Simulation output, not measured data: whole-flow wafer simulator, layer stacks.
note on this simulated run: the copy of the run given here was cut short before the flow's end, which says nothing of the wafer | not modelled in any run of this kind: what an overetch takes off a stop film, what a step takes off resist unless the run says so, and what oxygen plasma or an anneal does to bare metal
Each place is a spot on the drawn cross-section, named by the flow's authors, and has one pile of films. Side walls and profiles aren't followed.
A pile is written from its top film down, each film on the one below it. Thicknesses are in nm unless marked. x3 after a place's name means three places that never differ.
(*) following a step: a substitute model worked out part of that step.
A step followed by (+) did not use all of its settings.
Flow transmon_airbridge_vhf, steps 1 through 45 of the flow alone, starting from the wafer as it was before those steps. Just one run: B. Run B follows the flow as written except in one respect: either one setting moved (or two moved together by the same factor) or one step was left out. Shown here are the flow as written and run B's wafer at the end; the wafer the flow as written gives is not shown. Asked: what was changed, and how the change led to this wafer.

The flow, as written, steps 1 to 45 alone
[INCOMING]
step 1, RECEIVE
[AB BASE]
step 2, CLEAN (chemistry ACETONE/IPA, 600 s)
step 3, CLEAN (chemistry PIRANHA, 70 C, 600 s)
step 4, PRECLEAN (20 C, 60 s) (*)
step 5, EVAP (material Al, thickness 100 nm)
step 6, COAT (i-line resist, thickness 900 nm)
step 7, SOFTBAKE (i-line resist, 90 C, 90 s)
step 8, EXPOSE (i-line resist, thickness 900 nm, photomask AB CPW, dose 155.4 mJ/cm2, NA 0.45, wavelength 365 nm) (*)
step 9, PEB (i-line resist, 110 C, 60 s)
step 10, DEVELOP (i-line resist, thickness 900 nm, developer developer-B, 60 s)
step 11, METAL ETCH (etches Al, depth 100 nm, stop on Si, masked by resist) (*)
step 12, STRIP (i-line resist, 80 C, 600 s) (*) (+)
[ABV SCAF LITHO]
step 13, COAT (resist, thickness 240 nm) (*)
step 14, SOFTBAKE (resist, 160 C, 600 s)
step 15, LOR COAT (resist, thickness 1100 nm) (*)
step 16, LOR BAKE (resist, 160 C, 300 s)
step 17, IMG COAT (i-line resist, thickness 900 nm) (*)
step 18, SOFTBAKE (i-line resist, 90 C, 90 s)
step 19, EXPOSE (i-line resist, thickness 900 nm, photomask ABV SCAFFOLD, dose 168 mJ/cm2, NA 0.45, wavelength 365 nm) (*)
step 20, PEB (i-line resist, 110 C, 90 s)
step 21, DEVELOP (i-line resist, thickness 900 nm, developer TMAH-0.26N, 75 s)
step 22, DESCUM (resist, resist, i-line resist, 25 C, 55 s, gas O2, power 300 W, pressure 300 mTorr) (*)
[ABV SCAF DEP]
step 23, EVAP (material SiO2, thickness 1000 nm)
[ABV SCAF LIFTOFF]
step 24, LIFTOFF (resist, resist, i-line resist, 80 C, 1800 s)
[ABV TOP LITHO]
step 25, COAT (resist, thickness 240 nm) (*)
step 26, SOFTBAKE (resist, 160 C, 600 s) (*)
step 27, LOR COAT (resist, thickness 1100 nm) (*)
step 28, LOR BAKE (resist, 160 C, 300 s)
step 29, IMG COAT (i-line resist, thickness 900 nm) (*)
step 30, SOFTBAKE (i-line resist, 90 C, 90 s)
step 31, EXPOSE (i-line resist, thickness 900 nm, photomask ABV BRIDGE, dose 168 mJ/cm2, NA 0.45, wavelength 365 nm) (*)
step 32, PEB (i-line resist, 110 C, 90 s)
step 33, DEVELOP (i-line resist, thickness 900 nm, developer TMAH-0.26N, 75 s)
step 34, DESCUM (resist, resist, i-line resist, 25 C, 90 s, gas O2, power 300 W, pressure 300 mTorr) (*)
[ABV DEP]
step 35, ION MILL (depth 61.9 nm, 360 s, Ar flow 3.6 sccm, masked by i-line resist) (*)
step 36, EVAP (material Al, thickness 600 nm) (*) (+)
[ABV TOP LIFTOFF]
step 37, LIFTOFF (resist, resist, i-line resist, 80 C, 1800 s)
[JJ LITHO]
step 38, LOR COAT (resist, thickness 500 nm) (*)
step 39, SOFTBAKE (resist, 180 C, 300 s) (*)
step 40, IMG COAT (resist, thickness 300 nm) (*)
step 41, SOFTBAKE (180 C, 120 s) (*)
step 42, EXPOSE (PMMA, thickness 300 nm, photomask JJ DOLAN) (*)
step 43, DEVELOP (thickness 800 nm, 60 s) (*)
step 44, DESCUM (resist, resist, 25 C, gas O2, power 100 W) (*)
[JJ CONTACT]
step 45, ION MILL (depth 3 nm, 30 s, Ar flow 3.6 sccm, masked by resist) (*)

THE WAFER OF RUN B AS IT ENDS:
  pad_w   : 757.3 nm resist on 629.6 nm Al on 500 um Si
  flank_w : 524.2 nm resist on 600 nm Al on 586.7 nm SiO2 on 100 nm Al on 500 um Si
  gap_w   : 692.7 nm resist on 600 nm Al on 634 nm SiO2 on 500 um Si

The reason: step 23, EVAP: thickness 670 nm was run, whereas the flow has thickness 1000 nm.

How this came from the change, step by step:
  step 23, EVAP (material SiO2, thickness 1000 nm)
      field x3, jj_line, ground_far and 10 more: SiO2 gains 670 (new film) (in the flow as written it would be: SiO2 gains 1000 (new film))
      flank_w, flank_e: SiO2 gains 622.6 (new film) (in the flow as written it would be: SiO2 gains 929.3 (new film))
  step 24, LIFTOFF (resist, resist, i-line resist, 80 C, 1800 s)
      field x3, jj_line, trace_open_s x2: SiO2 loses 670 (all of it), i-line resist loses 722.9 (all of it), resist loses 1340 (all of it) (in the flow as written it would be: SiO2 loses 1000 (all of it), i-line resist loses 722.9 (all of it), resist loses 1340 (all of it))
      pad_w, pad_e: SiO2 loses 670 (all of it), i-line resist loses 718 (all of it), resist loses 1330.2 (all of it) (in the flow as written it would be: SiO2 loses 1000 (all of it), i-line resist loses 718 (all of it), resist loses 1330.2 (all of it))
      (and at 1 other place as well)
  step 25, COAT (resist, thickness 240 nm) (*)
      flank_w, flank_e: resist gains 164 (new film) (in the flow as written it would be: resist gains 152.6 (new film))
      gap_w, gap_e: resist gains 224.8 (new film) (in the flow as written it would be: resist gains 210.7 (new film))
      (and at 6 other places as well)
  step 27, LOR COAT (resist, thickness 1100 nm) (*)
      gap_w, gap_e: resist gains 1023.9 (in the flow as written it would be: resist gains 977.8)
      margin_s, margin_n: resist gains 905.1 (in the flow as written it would be: resist gains 823.4)
      (and at 6 other places as well)
  step 29, IMG COAT (i-line resist, thickness 900 nm) (*)
      gap_w, gap_e: i-line resist gains 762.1 (new film) (in the flow as written it would be: i-line resist gains 681.7 (new film))
      margin_s, margin_n: i-line resist gains 707.2 (new film) (in the flow as written it would be: i-line resist gains 603.2 (new film))
      (and at 7 other places as well)
  step 32, PEB (i-line resist, 110 C, 90 s)
      pad_w, pad_e: i-line resist loses 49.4 (in the flow as written it would be: i-line resist loses 51)
      flank_w, flank_e: i-line resist loses 41.6 (in the flow as written it would be: i-line resist loses 38.3)
      (and at 7 other places as well)
  step 33, DEVELOP (i-line resist, thickness 900 nm, developer TMAH-0.26N, 75 s)
      gap_w, gap_e: i-line resist loses 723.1 (all of it), resist loses 1023.9 (in the flow as written it would be: i-line resist loses 646.9 (all of it), resist loses 977.8)
      pad_w: i-line resist loses 908.8 (all of it), resist loses 1196.1 (in the flow as written it would be: i-line resist loses 937.2 (all of it), resist loses 1247.8)
      (and at 5 other places as well)
  step 34, DESCUM (resist, resist, i-line resist, 25 C, 90 s, gas O2, power 300 W, pressure 300 mTorr) (*)
      flank_w, flank_e: resist loses 164 (all of it) (in the flow as written it would be: resist loses 152.6 (all of it))
      gap_w, gap_e: resist loses 224.8 (all of it) (in the flow as written it would be: resist loses 210.7 (all of it))
      (and at 4 other places as well)
  step 37, LIFTOFF (resist, resist, i-line resist, 80 C, 1800 s)
      margin_s, margin_n: Al loses 600 (all of it), i-line resist loses 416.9 (all of it), resist loses 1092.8 (all of it) (in the flow as written it would be: Al loses 600 (all of it), i-line resist loses 318.3 (all of it), resist loses 992 (all of it))
      ground_far: Al loses 600 (all of it), i-line resist loses 676.6 (all of it), resist loses 1373.2 (all of it) (in the flow as written it would be: Al loses 600 (all of it), i-line resist loses 717.9 (all of it), resist loses 1384.9 (all of it))
  step 38, LOR COAT (resist, thickness 500 nm) (*)
      pad_w, pad_e: resist gains 497.8 (new film) (in the flow as written it would be: resist gains 517 (new film))
      flank_w, flank_e: resist gains 333.3 (new film) (in the flow as written it would be: resist gains 306.5 (new film))
      (and at 6 other places as well)
  step 40, IMG COAT (resist, thickness 300 nm) (*)
      pad_w, pad_e: resist gains 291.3 (in the flow as written it would be: resist gains 300.1)
      flank_w, flank_e: resist gains 222.7 (in the flow as written it would be: resist gains 212.1)
      (and at 6 other places as well)
